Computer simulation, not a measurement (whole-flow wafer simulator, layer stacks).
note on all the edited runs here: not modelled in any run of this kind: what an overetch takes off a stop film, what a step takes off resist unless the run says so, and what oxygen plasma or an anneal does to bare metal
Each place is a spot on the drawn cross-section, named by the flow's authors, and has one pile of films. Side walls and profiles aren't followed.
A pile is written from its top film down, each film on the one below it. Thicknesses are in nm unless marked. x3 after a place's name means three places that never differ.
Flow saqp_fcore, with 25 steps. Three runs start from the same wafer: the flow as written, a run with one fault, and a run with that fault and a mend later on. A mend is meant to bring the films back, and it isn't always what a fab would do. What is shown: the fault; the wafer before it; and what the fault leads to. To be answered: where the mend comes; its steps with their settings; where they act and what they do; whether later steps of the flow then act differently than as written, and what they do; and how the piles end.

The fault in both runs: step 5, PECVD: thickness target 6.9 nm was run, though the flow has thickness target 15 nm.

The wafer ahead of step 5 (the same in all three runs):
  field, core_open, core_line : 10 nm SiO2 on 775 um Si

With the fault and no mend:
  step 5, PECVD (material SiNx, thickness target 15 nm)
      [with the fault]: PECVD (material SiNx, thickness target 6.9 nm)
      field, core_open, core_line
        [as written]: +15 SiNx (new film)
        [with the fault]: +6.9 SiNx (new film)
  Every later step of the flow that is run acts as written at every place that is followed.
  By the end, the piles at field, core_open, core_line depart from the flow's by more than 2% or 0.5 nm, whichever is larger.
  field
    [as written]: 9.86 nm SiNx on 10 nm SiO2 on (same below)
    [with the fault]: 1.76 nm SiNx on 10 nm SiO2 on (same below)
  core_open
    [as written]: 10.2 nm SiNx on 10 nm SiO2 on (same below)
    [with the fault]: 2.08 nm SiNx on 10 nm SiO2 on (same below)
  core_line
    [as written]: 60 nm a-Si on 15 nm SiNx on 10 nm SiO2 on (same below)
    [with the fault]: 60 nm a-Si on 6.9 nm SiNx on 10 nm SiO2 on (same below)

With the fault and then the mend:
  The mend stands after step 5.
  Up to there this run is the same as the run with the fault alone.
  step 5a, ETCH (chemistry h3po4, depth target 7.935 nm)
      field, core_open, core_line
        -6.9 SiNx (all of it)
  step 5b, PECVD (material SiNx, thickness target 15 nm) (a further turn of the flow's step 5)
      field, core_open, core_line
        +15 SiNx (new film)
  Every later step of the flow that is run acts as written at every place that is followed.
  The piles end the same as the flow's at every place that both follow.
